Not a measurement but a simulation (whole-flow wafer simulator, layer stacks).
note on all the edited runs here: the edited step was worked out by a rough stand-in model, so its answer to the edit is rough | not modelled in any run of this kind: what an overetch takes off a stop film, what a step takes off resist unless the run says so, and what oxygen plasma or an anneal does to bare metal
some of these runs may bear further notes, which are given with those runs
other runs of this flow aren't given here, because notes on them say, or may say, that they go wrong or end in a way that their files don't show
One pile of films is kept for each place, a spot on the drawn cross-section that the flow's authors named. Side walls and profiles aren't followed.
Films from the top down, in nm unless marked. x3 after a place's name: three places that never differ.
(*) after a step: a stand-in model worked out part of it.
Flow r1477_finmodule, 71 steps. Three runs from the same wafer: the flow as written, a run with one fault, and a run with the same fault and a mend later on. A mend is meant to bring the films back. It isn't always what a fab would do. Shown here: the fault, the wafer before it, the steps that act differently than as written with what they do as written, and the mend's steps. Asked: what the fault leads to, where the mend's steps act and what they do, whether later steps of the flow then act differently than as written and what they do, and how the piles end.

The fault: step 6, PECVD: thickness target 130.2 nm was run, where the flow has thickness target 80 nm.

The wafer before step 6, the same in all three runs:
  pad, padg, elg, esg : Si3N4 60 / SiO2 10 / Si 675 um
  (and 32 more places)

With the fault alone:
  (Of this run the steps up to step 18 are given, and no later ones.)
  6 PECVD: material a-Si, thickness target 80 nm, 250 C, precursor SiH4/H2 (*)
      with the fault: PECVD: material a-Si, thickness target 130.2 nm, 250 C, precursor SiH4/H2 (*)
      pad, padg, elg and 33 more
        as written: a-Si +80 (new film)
        with the fault: a-Si +130.2 (new film)
  Later steps of the flow that act differently than as written:
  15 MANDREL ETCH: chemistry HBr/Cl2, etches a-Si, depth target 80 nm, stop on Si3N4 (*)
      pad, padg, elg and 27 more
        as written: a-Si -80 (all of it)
        with the fault: a-Si -80
  After step 18 the piles differ from the flow's by more than 2% or 0.5 nm, whichever is larger, at pad, padg, elg and 33 more.
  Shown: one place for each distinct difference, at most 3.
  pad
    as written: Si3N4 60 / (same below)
    with the fault: a-Si 50.2 / Si3N4 60 / (same below)
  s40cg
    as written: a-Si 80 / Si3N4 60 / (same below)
    with the fault: a-Si 130.2 / Si3N4 60 / (same below)

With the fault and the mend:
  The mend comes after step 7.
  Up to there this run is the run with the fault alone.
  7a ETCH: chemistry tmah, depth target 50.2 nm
      pad, padg, elg and 33 more
        a-Si -50.2
  No later step of the flow acts differently than as written at any place that is followed.
  At the end the piles are the same as the flow's at every place that both follow.
